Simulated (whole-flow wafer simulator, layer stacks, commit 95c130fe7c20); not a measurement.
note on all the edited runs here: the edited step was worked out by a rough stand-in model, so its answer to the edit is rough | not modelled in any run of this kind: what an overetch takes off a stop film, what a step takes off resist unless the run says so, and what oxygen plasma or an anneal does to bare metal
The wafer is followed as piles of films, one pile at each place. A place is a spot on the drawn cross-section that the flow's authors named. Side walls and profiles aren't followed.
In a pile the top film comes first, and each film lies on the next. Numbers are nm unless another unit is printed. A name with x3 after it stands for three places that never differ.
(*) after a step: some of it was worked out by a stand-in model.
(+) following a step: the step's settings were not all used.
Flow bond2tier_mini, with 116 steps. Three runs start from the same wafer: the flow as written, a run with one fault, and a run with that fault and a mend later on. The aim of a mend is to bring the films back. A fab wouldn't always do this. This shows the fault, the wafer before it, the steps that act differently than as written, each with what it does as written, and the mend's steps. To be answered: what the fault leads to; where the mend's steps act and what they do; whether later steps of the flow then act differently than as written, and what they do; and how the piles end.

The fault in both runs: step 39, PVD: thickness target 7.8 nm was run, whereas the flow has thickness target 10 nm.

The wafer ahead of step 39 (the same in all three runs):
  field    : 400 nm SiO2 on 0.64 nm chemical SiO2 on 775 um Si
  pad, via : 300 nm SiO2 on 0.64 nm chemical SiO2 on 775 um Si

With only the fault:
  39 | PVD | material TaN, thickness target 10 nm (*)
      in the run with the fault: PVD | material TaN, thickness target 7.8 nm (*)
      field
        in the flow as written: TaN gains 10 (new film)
        in the run with the fault: TaN gains 7.8 (new film)
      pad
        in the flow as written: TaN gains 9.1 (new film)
        in the run with the fault: TaN gains 7.1 (new film)
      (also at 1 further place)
  Later steps of the flow acting differently than as written (1 other step is not shown; it differs only slightly, by no more than 2% or 0.5 nm, whichever is larger):
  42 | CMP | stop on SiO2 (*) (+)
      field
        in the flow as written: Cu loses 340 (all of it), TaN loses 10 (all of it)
        in the run with the fault: Cu loses 340 (all of it), TaN loses 7.8 (all of it)
  At pad, the piles at the end differ from the flow's by more than 2% or 0.5 nm, whichever is larger.
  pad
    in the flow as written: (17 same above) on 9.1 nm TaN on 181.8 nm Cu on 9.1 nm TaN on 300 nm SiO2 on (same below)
    in the run with the fault: (17 same above) on 9.1 nm TaN on 183.8 nm Cu on 7.1 nm TaN on 300 nm SiO2 on (same below)

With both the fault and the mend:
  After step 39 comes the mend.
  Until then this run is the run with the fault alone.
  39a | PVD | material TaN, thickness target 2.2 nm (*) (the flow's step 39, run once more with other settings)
      field
        TaN gains 2.2
      pad
        TaN gains 2
      via
        TaN gains 2.19
  None of the later steps of the flow acts differently than as written at any place that is followed.
  The piles end the same as the flow's at every place that both follow.
